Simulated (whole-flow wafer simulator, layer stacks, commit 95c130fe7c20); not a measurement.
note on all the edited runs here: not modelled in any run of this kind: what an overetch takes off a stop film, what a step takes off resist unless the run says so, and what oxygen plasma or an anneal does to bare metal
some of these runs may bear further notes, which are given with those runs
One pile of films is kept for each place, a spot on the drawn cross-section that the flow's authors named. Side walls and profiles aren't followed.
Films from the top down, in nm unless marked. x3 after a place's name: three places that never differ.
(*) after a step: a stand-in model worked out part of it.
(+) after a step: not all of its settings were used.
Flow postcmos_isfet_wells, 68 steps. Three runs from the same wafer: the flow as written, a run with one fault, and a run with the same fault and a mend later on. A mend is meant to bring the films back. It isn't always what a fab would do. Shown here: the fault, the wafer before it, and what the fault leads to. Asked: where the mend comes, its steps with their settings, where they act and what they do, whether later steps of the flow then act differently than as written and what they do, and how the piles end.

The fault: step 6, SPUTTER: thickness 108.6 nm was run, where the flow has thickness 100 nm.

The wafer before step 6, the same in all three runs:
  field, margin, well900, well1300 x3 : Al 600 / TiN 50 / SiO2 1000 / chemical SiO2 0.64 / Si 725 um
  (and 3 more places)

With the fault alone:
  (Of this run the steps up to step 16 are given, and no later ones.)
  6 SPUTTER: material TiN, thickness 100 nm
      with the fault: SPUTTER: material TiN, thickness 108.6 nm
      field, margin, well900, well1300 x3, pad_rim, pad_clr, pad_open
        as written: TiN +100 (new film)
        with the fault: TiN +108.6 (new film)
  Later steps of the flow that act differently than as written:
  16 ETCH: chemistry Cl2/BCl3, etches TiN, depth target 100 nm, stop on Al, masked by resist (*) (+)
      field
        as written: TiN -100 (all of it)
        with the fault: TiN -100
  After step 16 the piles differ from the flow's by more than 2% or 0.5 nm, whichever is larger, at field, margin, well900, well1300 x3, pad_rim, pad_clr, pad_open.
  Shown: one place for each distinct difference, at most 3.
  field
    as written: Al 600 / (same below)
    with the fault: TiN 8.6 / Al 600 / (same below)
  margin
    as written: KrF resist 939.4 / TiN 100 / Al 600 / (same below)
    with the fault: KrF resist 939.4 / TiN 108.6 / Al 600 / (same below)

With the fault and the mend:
  The mend comes after step 6.
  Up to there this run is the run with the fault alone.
  6a ETCH: chemistry peroxide tin strip, depth target 8.6 nm
      field, margin, well900, well1300 x3, pad_rim, pad_clr, pad_open
        TiN -8.6
  No later step of the flow acts differently than as written at any place that is followed.
  At the end the piles are the same as the flow's at every place that both follow.
